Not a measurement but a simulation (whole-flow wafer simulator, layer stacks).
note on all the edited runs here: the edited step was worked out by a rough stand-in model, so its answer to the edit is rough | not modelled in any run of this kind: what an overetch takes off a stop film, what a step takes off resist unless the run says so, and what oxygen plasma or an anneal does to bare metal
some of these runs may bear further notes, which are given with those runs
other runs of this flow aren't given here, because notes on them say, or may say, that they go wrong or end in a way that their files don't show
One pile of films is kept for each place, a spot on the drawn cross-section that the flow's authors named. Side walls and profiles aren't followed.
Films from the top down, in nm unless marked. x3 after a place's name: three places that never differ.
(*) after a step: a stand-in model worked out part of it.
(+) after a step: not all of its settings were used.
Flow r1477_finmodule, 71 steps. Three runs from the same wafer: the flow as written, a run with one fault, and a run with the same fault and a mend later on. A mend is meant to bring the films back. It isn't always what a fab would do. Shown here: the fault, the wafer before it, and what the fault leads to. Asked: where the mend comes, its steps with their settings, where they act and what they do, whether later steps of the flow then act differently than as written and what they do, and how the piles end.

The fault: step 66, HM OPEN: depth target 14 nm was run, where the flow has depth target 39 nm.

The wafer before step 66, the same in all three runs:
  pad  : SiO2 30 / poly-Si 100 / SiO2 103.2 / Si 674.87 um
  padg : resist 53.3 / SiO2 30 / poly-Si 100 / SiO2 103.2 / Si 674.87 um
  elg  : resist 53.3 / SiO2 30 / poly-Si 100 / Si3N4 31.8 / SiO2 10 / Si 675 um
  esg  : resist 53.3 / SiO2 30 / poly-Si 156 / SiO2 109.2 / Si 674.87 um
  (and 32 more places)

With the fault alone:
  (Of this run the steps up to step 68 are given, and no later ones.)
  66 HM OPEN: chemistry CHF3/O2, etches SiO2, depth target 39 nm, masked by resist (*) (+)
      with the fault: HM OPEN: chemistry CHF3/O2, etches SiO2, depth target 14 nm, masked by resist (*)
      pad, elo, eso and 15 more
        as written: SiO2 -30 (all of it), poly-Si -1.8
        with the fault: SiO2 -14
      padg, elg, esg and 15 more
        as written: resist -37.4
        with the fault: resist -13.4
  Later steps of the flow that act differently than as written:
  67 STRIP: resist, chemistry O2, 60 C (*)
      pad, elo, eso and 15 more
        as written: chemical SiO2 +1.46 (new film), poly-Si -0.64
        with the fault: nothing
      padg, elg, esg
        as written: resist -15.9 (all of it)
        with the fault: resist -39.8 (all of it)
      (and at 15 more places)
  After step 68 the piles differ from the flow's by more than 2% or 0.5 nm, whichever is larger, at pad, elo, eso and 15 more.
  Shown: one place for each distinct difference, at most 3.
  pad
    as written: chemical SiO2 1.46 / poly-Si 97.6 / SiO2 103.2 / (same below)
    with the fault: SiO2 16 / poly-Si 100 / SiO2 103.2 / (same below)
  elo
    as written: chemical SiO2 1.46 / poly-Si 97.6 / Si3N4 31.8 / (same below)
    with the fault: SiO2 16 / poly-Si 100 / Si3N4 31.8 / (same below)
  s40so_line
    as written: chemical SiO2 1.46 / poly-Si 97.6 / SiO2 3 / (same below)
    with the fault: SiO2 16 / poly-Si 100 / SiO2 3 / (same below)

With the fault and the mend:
  The mend comes after step 67.
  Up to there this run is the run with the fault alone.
  67a DEHYDRATE: 150 C, 120 s (the flow's step 59 once more)
      changes no film at any place that is followed
  67b COAT: resist, thickness 70 nm (*) (the flow's step 60 once more)
      e40lg, e100lg, e200lg, elo, e40lo, e100lo, e200lo
        resist +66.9 (new film)
      s40sg, s45sg, s40so, s45so
        resist +91 (new film)
      s40sg_line, s45sg_line, s40so_line, s45so_line
        resist +68.5 (new film)
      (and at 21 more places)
  67c SOFTBAKE: 180 C, 180 s (*) (the flow's step 61 once more)
      changes no film at any place that is followed
  67d EXPOSE: resist, photomask GATE (the flow's step 62 once more)
      changes no film at any place that is followed
  67e DEVELOP (*) (the flow's step 63 once more)
      elo, e40lo, e100lo, e200lo
        resist -66.9 (all of it)
      eso, e40so
        resist -129.5 (all of it)
      s40so, s45so
        resist -91 (all of it)
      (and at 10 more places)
  67f DESCUM: chemistry O2, 20 C, 10 s (*) (the flow's step 65 once more)
      padg, elg, esg and 15 more
        resist -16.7
  67g HM OPEN: chemistry CHF3/O2, etches SiO2, depth target 25 nm, masked by resist (*) (+) (the flow's step 66 once more, with other settings)
      pad, elo, eso and 15 more
        SiO2 -16 (all of it), poly-Si -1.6
      padg, elg, esg and 15 more
        resist -23
  67h STRIP: resist, chemistry O2, 60 C (*) (the flow's step 67 once more)
      pad, elo, eso and 15 more
        chemical SiO2 +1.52 (new film), poly-Si -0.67
      elg, esg
        resist -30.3 (all of it)
      e40lg, e100lg
        resist -27.1 (all of it)
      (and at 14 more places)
  No later step of the flow acts differently than as written, at any place that is followed, by more than 2% or 0.5 nm, whichever is larger.
  At the end the piles differ from the flow's only slightly at the places that both follow, by at most 2% or 0.5 nm, whichever is larger.
